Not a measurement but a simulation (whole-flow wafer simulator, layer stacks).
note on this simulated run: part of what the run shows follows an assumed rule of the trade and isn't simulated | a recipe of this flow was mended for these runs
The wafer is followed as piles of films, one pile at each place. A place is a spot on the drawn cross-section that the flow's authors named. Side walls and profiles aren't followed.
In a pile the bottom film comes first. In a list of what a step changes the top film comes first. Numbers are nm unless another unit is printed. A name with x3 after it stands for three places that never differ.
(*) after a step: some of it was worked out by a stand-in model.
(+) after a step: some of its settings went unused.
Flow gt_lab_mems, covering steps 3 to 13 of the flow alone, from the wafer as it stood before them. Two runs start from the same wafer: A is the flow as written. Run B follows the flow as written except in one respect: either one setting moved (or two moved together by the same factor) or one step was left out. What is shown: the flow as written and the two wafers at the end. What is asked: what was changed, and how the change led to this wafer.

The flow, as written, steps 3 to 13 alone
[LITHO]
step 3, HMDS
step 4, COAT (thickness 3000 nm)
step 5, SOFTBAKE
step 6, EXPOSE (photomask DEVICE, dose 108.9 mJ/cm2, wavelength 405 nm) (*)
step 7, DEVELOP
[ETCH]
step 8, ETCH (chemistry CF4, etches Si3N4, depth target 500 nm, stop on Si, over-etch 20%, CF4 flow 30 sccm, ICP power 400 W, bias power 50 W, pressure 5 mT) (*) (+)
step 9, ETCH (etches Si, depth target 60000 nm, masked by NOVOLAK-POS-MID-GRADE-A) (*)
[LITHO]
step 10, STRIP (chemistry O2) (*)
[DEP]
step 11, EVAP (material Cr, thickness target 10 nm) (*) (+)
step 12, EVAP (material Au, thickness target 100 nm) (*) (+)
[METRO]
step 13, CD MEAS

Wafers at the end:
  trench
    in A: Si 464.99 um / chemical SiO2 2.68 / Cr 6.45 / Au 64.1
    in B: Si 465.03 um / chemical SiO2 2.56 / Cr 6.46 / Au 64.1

The reason: step 4, COAT: thickness 2640 nm was run, though the flow has thickness 3000 nm; step 8, ETCH: depth target 440 nm was run, where the flow has depth target 500 nm.

The path from the change to this, step by step:
  step 4, COAT (thickness 3000 nm)
      field, trench: A +3000 g/i-line-resist (new film) | B +2640 g/i-line-resist (new film)
  step 7, DEVELOP
      trench: A -3000 g/i-line-resist (all of it) | B -2640 g/i-line-resist (all of it)
  step 8, ETCH (chemistry CF4, etches Si3N4, depth target 500 nm, stop on Si, over-etch 20%, CF4 flow 30 sccm, ICP power 400 W, bias power 50 W, pressure 5 mT) (*) (+)
      field: A -400 g/i-line-resist | B -352 g/i-line-resist
      trench: A -500 Si3N4 (all of it), -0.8 chemical SiO2 (all of it), -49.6 Si | B -500 Si3N4 (all of it), -0.8 chemical SiO2 (all of it), -13.6 Si
  step 10, STRIP (chemistry O2) (*)
      field: A -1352 g/i-line-resist (all of it) | B -1040 g/i-line-resist (all of it)
